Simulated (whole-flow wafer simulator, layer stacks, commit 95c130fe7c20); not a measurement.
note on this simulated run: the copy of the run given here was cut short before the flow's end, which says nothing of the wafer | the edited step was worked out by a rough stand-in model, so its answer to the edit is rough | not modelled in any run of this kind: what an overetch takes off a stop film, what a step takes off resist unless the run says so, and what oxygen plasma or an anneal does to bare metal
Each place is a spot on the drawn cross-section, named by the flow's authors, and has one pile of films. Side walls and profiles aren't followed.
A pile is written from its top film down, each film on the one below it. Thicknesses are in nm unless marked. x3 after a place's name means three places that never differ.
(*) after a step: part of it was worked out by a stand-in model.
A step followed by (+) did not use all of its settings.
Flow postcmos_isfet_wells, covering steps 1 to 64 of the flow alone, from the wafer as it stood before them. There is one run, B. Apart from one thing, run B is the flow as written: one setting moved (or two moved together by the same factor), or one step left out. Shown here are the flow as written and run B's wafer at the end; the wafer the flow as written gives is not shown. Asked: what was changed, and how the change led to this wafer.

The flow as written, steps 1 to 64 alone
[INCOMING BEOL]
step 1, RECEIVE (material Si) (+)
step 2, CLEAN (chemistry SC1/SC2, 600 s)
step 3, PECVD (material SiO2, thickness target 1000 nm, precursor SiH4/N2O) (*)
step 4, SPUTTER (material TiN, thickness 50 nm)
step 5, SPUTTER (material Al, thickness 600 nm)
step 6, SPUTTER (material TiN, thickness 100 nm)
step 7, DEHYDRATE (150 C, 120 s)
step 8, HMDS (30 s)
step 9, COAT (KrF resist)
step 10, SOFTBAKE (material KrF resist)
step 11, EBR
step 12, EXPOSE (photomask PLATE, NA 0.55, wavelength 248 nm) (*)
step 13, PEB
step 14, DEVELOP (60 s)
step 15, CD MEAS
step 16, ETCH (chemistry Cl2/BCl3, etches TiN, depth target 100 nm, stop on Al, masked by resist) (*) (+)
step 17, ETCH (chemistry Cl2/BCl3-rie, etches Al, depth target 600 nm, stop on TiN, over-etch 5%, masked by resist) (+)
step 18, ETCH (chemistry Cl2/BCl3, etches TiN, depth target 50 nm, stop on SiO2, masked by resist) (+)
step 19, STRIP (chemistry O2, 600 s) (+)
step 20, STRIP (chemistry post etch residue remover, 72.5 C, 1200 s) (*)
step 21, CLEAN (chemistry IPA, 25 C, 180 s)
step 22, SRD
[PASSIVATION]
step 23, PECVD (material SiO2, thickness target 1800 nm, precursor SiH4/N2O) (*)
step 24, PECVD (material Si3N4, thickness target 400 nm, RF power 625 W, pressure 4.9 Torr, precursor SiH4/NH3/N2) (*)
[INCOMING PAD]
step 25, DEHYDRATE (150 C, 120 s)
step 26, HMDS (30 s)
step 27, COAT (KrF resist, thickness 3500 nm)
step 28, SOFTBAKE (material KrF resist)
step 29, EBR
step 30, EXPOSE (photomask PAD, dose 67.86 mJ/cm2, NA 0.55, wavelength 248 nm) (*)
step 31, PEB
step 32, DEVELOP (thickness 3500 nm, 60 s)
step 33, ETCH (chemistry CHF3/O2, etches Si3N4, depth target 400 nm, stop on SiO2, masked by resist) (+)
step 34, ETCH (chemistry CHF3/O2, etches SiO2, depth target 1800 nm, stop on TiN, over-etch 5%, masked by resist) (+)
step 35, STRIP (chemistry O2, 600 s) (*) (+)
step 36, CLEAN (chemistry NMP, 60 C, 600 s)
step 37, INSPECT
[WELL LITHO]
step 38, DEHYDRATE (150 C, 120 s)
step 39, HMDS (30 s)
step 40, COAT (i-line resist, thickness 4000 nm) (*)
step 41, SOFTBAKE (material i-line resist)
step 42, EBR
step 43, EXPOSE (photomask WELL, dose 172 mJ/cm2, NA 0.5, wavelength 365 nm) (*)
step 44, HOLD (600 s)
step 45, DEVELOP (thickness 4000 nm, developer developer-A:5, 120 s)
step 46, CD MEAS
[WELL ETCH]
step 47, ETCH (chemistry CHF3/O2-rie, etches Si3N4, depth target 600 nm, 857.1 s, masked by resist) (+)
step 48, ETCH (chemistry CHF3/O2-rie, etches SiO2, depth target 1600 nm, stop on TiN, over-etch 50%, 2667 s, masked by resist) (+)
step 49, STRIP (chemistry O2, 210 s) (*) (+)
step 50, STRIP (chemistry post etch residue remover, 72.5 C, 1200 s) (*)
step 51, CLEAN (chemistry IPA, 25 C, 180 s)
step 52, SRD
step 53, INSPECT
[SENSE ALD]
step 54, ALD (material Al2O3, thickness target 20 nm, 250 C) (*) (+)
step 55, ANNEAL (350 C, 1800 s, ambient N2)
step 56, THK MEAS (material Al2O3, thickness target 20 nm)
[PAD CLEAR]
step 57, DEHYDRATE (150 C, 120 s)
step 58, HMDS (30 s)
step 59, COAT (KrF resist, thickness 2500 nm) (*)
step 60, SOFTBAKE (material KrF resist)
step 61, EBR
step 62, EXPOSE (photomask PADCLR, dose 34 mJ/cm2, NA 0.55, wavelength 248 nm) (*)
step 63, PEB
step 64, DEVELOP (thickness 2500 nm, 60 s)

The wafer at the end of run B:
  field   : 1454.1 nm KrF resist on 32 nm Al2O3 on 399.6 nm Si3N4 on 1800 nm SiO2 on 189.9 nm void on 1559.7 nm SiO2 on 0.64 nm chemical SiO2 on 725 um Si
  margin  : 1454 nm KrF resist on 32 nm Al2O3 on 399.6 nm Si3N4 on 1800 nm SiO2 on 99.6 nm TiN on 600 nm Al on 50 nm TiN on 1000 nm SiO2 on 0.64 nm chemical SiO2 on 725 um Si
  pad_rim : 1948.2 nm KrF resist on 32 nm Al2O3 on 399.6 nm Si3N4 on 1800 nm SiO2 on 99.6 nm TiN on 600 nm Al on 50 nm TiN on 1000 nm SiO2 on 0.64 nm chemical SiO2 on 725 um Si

What caused this: step 54, ALD: thickness target 32 nm was run, though the flow has thickness target 20 nm.
The wafer lets one read it off: field has Al2O3 32, and step 54 as written asks for 20 nm.

How this came from the change, step by step:
  step 54, ALD (material Al2O3, thickness target 20 nm, 250 C) (*) (+)
      field, margin, well900, well1300 x3, pad_rim, pad_clr, pad_open: +32 Al2O3 (new film) (in the flow as written it would be: +20 Al2O3 (new film))
